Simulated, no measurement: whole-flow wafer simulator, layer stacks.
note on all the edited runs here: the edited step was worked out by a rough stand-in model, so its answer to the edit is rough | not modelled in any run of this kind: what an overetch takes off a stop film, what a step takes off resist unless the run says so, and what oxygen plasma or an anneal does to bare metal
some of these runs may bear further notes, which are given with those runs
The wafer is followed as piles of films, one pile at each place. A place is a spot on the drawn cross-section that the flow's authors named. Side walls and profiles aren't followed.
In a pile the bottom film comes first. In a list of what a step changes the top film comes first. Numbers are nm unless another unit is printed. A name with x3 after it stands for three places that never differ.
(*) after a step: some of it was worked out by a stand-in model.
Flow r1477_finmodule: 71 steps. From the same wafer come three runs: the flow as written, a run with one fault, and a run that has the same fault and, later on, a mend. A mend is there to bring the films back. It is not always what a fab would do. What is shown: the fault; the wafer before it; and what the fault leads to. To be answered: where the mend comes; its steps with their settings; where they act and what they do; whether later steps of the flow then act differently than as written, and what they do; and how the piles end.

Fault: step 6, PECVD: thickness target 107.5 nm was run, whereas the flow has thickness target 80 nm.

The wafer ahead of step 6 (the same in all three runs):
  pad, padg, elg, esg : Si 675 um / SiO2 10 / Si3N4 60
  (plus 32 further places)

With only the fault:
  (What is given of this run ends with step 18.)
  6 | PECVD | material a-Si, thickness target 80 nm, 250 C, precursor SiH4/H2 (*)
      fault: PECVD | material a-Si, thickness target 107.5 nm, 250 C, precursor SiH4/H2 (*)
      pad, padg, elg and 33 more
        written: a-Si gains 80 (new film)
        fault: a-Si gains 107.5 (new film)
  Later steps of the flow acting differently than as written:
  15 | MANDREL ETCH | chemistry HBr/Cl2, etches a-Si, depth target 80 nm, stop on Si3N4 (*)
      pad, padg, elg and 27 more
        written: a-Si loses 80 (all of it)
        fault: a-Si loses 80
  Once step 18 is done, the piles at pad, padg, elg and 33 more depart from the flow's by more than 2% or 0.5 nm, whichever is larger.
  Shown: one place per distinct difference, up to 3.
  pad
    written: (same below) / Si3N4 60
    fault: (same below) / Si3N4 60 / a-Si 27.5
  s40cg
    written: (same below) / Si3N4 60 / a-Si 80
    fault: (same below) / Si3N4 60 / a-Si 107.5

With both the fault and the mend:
  The mend stands after step 7.
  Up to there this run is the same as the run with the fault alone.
  7a | ETCH | chemistry tmah, depth target 123.6 nm
      pad, padg, elg and 33 more
        a-Si loses 107.5 (all of it)
  7b | PECVD | material a-Si, thickness target 80 nm, 250 C, precursor SiH4/H2 (*) (the flow's step 6 again)
      pad, padg, elg and 33 more
        a-Si gains 80 (new film)
  None of the later steps of the flow acts differently than as written at any place that is followed.
  The piles end the same as the flow's at every place that both follow.
